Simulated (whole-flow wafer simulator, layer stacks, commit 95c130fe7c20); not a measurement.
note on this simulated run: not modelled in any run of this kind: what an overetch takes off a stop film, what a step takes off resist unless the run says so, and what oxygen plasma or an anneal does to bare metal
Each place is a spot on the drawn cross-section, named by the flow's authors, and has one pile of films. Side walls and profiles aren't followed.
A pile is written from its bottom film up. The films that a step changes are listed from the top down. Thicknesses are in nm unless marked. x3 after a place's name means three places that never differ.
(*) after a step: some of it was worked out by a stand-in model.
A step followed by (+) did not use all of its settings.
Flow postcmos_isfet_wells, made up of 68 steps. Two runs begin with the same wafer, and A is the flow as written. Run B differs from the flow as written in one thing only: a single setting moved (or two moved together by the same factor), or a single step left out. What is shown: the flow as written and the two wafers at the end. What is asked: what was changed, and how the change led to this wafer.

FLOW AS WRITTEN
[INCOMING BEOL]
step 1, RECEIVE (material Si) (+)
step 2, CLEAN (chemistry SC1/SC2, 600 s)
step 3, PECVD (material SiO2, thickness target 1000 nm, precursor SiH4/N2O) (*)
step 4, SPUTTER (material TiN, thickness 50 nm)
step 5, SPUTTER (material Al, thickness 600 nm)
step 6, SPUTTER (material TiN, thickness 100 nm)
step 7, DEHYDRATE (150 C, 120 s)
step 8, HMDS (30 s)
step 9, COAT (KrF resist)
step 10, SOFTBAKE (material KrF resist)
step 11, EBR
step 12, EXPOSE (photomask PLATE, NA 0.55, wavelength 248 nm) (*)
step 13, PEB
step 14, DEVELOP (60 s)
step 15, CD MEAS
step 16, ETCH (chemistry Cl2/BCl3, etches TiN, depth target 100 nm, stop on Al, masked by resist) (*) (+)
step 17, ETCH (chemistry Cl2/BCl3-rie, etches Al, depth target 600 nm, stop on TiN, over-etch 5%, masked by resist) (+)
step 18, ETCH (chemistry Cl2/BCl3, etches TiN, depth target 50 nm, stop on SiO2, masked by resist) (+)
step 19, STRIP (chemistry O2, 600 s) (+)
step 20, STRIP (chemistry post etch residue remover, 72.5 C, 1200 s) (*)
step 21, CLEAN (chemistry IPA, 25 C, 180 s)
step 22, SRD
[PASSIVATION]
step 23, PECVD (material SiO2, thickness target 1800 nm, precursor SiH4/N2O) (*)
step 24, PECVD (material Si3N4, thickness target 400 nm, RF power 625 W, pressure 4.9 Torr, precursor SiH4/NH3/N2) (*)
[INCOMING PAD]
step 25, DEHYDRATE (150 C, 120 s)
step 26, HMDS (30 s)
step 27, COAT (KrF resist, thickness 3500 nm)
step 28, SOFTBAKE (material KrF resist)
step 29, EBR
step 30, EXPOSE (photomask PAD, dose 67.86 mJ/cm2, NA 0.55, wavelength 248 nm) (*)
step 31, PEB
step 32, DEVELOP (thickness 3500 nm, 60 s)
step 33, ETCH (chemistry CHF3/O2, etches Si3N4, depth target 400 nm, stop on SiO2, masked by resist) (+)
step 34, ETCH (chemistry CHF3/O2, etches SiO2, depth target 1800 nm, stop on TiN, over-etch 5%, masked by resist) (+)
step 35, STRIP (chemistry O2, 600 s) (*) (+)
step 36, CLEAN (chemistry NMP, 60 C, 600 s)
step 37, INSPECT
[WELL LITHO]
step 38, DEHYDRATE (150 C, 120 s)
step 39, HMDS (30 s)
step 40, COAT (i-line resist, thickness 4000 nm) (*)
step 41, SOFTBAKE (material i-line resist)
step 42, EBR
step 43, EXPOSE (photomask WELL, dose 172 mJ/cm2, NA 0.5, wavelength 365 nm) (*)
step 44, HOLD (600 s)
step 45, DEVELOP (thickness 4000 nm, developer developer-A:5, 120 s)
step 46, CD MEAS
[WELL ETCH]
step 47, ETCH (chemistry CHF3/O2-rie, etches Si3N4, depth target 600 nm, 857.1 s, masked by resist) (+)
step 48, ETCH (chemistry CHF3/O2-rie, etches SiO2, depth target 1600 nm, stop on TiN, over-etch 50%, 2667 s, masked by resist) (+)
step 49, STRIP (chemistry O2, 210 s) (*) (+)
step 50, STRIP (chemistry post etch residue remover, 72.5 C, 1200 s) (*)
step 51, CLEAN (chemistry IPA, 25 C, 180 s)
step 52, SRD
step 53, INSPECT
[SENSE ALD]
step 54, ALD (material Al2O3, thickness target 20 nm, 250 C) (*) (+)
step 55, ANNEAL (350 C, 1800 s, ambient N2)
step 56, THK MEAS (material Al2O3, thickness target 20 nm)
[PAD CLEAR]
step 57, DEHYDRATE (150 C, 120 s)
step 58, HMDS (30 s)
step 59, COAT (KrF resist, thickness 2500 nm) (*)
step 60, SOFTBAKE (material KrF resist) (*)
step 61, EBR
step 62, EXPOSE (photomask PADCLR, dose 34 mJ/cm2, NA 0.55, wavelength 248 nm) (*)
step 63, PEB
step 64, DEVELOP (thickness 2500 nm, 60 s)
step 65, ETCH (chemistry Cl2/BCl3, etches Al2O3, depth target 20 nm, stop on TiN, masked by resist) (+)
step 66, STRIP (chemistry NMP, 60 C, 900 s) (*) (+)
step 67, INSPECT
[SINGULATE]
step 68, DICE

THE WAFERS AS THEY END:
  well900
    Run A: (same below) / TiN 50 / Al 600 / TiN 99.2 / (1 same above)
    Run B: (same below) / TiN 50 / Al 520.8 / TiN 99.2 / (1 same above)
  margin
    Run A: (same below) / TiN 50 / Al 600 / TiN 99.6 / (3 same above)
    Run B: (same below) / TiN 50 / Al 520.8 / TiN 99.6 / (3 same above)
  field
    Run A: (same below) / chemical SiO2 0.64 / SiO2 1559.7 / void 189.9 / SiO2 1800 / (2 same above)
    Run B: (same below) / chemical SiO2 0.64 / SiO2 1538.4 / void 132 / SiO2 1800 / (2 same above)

The reason: step 5, SPUTTER: thickness 520.8 nm was run, whereas the flow has thickness 600 nm.
The wafer itself shows it: well900 has Al 520.8, and step 5 as written asks for 600 nm.

How this came from the change, step by step:
  step 5, SPUTTER (material Al, thickness 600 nm)
      field, margin, well900, well1300 x3, pad_rim, pad_clr, pad_open: A +600 Al (new film) | B +520.8 Al (new film)
  step 17, ETCH (chemistry Cl2/BCl3-rie, etches Al, depth target 600 nm, stop on TiN, over-etch 5%, masked by resist) (+)
      margin, well900, well1300 x3, pad_rim, pad_clr, pad_open: A -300 KrF resist | B -273.4 KrF resist
      field: A -600 Al (all of it) | B -520.8 Al (all of it)
  step 19, STRIP (chemistry O2, 600 s) (+)
      margin, well900, well1300 x3, pad_rim, pad_clr, pad_open: A -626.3 KrF resist (all of it) | B -652.8 KrF resist (all of it)
  step 23, PECVD (material SiO2, thickness target 1800 nm, precursor SiH4/N2O) (*)
      field: A +1800 SiO2 (new film), +189.9 void (new film), +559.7 SiO2 | B +1800 SiO2 (new film), +132 void (new film), +538.4 SiO2
